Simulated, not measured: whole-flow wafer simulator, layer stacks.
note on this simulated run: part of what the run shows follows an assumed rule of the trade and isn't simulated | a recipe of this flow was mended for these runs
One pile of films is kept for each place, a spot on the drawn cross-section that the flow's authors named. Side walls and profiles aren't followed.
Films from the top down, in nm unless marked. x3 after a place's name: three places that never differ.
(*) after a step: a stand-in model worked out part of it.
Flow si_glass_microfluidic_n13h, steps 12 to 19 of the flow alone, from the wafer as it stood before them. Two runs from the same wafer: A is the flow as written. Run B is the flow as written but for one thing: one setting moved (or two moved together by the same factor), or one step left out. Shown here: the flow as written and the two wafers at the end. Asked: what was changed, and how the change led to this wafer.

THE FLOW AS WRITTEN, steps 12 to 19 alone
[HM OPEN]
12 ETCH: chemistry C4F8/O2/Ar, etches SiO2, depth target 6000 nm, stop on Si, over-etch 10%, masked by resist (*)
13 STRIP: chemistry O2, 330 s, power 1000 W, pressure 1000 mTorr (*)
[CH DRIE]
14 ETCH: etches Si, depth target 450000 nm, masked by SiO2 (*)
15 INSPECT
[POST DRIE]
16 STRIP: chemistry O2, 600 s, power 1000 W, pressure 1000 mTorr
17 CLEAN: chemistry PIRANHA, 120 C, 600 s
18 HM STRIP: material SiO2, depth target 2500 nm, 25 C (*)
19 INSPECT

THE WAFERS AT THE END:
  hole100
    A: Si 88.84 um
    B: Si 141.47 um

The cause: step 12, ETCH: depth target 5136 nm was run, where the flow has depth target 6000 nm.

How the change led to this, step by step:
  12 ETCH: chemistry C4F8/O2/Ar, etches SiO2, depth target 6000 nm, stop on Si, over-etch 10%, masked by resist (*)
      hole100: A SiO2 -6000 (all of it), Si -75 | B SiO2 -5649.6
      land: A thick-i-line-resist -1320 | B thick-i-line-resist -1129.9
  13 STRIP: chemistry O2, 330 s, power 1000 W, pressure 1000 mTorr (*)
      hole100: A chemical SiO2 +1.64 (new film), Si -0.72 | B nothing
      land: A thick-i-line-resist -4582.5 (all of it) | B thick-i-line-resist -4772.6 (all of it)
  14 ETCH: etches Si, depth target 450000 nm, masked by SiO2 (*)
      hole100: A chemical SiO2 -1.64 (all of it), Si -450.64 um | B SiO2 -350.4 (all of it), Si -398.08 um
